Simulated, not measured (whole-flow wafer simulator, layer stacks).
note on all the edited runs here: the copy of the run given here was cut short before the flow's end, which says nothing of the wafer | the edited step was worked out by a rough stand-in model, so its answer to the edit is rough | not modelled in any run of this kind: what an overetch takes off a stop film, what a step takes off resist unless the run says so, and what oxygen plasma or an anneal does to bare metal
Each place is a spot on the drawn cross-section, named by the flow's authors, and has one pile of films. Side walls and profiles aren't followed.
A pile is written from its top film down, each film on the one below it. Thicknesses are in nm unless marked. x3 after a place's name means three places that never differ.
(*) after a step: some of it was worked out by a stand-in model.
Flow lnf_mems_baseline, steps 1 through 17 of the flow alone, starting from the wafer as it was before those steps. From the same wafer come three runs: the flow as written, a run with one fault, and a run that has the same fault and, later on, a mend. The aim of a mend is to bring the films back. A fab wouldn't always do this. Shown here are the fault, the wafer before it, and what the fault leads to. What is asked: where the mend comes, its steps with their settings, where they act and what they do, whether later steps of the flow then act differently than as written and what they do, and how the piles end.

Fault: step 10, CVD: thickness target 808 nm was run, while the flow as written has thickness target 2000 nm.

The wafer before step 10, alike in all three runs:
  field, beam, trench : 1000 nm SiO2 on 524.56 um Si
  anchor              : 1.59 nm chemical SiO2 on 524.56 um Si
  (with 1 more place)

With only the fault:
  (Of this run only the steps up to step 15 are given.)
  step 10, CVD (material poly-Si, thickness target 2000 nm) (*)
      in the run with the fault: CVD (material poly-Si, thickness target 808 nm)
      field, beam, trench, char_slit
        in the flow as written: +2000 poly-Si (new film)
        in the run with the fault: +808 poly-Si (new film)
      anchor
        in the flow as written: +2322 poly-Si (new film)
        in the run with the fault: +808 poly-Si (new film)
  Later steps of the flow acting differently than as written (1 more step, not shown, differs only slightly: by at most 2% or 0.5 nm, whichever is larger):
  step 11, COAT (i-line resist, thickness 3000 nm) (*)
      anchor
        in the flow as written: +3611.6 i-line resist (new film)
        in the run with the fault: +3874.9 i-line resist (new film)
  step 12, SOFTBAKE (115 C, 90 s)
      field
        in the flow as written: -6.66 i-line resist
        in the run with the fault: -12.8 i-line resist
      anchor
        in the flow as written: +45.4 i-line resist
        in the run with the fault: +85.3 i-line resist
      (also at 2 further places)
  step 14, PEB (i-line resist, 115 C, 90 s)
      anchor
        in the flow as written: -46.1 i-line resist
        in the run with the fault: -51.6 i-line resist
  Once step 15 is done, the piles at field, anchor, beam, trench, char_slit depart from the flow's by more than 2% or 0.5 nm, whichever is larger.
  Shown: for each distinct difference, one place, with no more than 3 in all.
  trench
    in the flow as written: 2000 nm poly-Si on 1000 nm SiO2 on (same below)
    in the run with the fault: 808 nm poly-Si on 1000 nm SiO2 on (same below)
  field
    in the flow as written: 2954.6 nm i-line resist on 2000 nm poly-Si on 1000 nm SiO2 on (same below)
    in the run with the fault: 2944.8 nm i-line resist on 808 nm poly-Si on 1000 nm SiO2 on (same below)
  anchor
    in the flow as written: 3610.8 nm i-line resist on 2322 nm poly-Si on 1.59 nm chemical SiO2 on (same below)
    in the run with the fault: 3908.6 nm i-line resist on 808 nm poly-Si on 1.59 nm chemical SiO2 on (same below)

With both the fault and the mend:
  The mend stands after step 10.
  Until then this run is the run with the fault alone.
  step 10a, ETCH (chemistry tmah, depth target 1041 nm)
      field, anchor, beam, trench, char_slit
        -808 poly-Si (all of it)
  step 10b, CLEAN (chemistry SC1/SC2) (the flow's step 1, run once more)
      does not change any film at any place that is followed
  step 10c, CVD (material poly-Si, thickness target 2000 nm) (*) (the flow's step 10, run once more)
      field, beam, trench, char_slit
        +2000 poly-Si (new film)
      anchor
        +2322 poly-Si (new film)
  Every later step of the flow that is run acts as written at every place that is followed.
  At every place that both follow, the piles at the end match the flow's.
